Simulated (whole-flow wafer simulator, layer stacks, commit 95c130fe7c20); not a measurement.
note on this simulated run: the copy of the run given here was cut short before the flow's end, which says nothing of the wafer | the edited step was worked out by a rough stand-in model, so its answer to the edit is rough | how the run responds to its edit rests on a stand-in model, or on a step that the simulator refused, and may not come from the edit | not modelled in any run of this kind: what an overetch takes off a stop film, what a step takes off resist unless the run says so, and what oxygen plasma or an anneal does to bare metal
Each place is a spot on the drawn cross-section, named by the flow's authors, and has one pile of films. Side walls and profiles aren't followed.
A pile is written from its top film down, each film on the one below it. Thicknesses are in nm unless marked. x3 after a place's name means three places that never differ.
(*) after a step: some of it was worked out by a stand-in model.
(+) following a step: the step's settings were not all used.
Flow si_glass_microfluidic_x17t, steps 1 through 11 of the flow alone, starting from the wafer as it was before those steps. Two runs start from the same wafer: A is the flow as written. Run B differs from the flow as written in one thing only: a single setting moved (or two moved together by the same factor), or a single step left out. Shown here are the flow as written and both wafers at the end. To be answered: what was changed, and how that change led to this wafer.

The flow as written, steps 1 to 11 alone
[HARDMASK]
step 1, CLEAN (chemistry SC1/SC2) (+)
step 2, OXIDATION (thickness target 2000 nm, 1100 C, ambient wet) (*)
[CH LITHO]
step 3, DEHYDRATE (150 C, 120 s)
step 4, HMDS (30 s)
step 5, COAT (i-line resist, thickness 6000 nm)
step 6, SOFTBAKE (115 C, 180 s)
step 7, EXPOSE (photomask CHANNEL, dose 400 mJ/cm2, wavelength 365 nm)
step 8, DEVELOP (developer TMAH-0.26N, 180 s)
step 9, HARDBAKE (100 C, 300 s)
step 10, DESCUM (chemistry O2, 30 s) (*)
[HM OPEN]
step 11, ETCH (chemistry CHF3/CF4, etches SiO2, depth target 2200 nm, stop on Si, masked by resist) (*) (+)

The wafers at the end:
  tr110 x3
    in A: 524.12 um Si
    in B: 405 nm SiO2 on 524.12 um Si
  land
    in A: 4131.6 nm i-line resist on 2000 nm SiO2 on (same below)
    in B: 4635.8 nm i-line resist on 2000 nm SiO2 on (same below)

The reason: step 11, ETCH: depth target 1595 nm was run, though the flow has depth target 2200 nm.

Step by step, how the change led to this:
  step 11, ETCH (chemistry CHF3/CF4, etches SiO2, depth target 2200 nm, stop on Si, masked by resist) (*) (+)
      tr110 x3: A SiO2 loses 2000 (all of it) | B SiO2 loses 1595
      land: A i-line resist loses 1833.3 | B i-line resist loses 1329.2
